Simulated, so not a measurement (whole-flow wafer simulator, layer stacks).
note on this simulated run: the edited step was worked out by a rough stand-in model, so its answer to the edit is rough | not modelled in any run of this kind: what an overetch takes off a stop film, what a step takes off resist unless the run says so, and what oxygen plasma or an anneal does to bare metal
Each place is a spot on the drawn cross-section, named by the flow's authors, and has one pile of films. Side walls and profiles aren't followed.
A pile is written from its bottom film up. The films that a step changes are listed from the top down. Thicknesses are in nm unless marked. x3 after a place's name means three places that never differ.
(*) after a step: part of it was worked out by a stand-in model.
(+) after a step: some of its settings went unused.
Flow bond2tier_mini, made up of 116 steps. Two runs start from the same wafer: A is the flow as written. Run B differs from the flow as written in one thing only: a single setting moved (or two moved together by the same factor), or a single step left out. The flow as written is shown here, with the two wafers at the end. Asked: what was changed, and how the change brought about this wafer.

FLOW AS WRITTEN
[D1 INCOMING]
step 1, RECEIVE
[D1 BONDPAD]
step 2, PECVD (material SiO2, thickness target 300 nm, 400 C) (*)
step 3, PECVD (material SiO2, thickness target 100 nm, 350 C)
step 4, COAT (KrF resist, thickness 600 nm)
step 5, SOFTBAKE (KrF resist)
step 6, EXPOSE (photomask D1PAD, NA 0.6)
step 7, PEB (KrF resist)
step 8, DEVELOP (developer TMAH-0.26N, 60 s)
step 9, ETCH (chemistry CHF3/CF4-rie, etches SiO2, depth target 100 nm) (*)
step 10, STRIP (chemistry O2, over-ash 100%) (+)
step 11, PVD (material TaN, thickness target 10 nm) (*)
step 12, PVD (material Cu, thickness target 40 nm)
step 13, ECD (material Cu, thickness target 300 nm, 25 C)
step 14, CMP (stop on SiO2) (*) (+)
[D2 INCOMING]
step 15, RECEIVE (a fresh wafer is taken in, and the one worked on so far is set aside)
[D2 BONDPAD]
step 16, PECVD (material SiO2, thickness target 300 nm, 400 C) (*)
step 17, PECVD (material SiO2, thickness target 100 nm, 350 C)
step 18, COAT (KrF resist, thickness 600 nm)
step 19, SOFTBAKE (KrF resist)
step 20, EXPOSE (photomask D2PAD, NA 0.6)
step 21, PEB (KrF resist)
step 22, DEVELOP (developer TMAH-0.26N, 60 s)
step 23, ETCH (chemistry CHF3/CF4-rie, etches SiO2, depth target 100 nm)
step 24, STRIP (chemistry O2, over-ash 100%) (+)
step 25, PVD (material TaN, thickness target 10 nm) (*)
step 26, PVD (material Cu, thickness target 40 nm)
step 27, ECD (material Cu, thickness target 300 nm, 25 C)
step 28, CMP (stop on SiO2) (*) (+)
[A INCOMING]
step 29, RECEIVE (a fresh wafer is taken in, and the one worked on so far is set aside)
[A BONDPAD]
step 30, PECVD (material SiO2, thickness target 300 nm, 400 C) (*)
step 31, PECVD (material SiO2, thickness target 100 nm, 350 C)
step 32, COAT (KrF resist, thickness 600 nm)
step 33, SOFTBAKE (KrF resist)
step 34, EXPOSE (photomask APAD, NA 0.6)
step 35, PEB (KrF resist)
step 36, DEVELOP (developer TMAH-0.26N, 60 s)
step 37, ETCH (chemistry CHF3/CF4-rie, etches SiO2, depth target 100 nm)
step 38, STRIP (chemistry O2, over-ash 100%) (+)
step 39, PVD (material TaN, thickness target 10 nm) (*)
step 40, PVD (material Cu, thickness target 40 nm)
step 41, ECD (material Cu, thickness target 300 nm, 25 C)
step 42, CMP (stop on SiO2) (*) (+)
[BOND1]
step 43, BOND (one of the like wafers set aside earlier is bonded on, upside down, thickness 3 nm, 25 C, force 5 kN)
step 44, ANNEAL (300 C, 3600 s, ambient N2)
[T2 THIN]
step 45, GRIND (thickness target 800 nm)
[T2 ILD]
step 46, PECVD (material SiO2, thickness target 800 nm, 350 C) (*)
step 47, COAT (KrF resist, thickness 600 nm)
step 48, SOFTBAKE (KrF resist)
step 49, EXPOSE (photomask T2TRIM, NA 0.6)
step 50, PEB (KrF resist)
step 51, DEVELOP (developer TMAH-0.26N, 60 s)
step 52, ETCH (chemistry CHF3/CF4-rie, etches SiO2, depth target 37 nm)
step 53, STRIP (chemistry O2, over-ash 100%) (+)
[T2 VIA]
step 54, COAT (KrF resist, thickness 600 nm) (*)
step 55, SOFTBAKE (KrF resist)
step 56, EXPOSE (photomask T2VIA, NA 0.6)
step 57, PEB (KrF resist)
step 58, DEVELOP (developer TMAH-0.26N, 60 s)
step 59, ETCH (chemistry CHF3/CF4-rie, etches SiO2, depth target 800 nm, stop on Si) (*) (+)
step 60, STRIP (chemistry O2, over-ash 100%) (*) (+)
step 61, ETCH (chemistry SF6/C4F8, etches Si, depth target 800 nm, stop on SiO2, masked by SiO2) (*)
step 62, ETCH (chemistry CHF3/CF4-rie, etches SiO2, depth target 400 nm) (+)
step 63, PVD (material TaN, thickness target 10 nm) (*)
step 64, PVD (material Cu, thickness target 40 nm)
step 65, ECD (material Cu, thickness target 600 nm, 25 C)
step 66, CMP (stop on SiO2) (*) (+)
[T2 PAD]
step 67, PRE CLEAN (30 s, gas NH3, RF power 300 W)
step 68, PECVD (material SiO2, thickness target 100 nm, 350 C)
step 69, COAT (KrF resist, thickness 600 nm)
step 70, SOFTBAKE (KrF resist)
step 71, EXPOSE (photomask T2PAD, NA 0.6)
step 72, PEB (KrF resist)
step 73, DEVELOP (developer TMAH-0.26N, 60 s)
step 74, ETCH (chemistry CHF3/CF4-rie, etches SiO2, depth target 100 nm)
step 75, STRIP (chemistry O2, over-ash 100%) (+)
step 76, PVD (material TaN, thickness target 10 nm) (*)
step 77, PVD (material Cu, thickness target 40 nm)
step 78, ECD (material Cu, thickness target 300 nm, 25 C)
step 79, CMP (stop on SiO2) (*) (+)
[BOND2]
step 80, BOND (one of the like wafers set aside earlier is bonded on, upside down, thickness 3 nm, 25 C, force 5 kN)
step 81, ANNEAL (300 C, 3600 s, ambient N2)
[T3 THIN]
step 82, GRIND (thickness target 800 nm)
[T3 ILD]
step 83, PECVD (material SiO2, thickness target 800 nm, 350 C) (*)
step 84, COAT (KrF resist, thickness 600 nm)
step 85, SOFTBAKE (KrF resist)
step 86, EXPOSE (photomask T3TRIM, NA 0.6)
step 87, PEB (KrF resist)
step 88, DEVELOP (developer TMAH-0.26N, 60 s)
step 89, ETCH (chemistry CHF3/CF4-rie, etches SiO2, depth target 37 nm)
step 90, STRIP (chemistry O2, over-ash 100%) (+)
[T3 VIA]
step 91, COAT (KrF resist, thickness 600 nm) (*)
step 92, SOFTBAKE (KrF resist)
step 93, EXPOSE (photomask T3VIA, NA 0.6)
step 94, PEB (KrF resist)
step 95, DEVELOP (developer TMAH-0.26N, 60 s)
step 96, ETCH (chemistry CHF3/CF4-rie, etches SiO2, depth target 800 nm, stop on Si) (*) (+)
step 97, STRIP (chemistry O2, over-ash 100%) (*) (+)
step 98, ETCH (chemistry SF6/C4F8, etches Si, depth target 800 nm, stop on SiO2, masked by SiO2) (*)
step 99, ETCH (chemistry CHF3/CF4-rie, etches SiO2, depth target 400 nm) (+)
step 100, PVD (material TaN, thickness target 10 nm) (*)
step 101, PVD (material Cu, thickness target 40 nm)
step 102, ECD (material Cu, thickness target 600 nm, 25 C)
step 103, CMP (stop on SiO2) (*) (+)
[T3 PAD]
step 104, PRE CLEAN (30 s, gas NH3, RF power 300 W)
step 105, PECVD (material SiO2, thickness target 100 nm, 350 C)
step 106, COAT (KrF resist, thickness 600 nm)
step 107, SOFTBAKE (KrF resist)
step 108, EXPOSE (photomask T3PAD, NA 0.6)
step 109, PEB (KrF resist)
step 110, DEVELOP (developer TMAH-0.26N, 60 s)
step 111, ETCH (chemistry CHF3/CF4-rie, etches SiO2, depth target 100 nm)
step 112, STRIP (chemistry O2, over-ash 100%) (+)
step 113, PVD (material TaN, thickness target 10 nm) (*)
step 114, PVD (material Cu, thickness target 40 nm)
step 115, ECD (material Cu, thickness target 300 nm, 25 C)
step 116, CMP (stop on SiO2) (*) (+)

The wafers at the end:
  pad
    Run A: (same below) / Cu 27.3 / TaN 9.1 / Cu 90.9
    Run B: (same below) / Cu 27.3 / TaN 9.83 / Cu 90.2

The reason: step 113, PVD: thickness target 10.8 nm was run, while the flow as written has thickness target 10 nm.

Step by step, how the change led to this:
  step 113, PVD (material TaN, thickness target 10 nm) (*)
      field: A +10 TaN (new film) | B +10.8 TaN (new film)
      pad: A +9.1 TaN (new film) | B +9.83 TaN (new film)
  step 116, CMP (stop on SiO2) (*) (+)
      field: A -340 Cu (all of it), -10 TaN (all of it) | B -340 Cu (all of it), -10.8 TaN (all of it)
